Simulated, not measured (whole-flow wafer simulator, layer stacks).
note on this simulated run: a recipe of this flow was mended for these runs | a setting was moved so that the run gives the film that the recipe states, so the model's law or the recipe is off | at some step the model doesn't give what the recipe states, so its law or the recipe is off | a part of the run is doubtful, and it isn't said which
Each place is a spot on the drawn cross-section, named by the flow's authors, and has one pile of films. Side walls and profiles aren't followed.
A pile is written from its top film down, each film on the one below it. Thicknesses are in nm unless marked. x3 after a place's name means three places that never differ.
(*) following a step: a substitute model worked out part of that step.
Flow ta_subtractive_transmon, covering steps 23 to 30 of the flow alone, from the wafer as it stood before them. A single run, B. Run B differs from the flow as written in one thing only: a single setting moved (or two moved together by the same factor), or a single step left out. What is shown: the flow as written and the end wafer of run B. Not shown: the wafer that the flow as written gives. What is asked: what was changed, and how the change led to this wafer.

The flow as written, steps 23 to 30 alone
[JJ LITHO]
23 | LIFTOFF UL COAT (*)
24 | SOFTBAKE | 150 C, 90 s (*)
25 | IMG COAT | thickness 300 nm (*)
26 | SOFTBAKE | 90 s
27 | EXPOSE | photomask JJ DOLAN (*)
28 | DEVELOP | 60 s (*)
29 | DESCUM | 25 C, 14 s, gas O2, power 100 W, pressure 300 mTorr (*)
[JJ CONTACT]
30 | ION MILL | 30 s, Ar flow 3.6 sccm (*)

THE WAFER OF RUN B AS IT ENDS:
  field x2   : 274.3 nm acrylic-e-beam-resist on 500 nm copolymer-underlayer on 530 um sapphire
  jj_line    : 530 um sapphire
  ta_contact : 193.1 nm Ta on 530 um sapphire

The reason: step 30, ION MILL: 19.2 s was run, whereas the flow has 30 s.

How this came from the change, step by step:
  30 | ION MILL | 30 s, Ar flow 3.6 sccm (*)
      field x2, ta_pad: acrylic-e-beam-resist loses 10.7 (in the flow as written it would be: acrylic-e-beam-resist loses 16.8)
      jj_line, lead: sapphire loses 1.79 (in the flow as written it would be: sapphire loses 2.8)
      (as well as at 1 more place)
